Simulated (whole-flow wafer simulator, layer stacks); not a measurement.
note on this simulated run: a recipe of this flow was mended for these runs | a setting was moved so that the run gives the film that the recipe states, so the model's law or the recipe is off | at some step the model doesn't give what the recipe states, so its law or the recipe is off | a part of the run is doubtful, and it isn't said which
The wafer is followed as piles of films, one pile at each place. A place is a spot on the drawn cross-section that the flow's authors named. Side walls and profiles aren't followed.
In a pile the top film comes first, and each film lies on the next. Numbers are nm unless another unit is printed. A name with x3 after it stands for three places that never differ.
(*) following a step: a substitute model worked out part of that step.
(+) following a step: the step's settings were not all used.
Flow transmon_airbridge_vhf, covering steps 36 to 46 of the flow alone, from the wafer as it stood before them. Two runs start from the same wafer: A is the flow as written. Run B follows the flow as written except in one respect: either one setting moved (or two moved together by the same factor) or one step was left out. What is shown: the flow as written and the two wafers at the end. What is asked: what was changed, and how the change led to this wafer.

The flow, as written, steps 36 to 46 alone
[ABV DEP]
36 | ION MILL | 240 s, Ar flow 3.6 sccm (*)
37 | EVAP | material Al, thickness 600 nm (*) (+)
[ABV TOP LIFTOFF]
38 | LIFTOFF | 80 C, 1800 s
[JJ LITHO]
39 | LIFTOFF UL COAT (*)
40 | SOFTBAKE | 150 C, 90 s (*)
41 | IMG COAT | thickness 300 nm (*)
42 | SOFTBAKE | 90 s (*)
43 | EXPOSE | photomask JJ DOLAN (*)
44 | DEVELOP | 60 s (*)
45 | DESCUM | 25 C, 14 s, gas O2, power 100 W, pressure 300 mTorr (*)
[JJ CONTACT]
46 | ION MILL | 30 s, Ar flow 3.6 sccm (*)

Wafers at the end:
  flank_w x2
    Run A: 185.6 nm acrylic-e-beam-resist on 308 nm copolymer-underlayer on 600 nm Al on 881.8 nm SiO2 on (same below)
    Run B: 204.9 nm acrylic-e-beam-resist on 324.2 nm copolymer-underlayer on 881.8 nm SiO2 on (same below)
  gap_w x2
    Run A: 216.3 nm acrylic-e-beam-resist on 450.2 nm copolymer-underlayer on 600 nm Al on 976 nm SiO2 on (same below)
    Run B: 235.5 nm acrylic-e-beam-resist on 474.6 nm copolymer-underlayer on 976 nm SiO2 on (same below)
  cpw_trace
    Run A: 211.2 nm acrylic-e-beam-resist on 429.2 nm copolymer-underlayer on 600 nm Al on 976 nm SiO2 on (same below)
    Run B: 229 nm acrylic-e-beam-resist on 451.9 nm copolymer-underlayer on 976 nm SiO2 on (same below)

Cause: step 37, EVAP: material Al, thickness 600 nm (*) (+), was skipped.

Step by step, how the change led to this:
  38 | LIFTOFF | 80 C, 1800 s
      field x3, jj_line, trace_open_s x2: A -600 Al (all of it), -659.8 i-line-resist (all of it), -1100 lift-off-underlayer (all of it), -240 acrylic-e-beam-resist (all of it) | B -659.8 i-line-resist (all of it), -1100 lift-off-underlayer (all of it), -240 acrylic-e-beam-resist (all of it)
      margin_s, margin_n: A -600 Al (all of it), -378.2 i-line-resist (all of it), -823.4 lift-off-underlayer (all of it), -168.6 acrylic-e-beam-resist (all of it) | B -378.2 i-line-resist (all of it), -823.4 lift-off-underlayer (all of it), -168.6 acrylic-e-beam-resist (all of it)
      (and at 1 other place as well)
  39 | LIFTOFF UL COAT (*)
      pad_w x2: A +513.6 copolymer-underlayer (new film) | B +581.3 copolymer-underlayer (new film)
      flank_w x2: A +308 copolymer-underlayer (new film) | B +324.2 copolymer-underlayer (new film)
      (and at 6 other places as well)
  41 | IMG COAT | thickness 300 nm (*)
      pad_w x2: A +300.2 acrylic-e-beam-resist (new film) | B +333.4 acrylic-e-beam-resist (new film)
      flank_w x2: A +217.1 acrylic-e-beam-resist (new film) | B +236.4 acrylic-e-beam-resist (new film)
      (and at 6 other places as well)
Taking metal films that touch as one body, flank_w x2 has 1 body; the flow as written gives 2 bodies (between them, from the top down: SiO2 881.8).
Taking metal films that touch as one body, gap_w x2 has 0 bodies; the flow as written gives 1 body.
Taking metal films that touch as one body, cpw_trace has 1 body; the flow as written gives 2 bodies (between them, from the top down: SiO2 976).
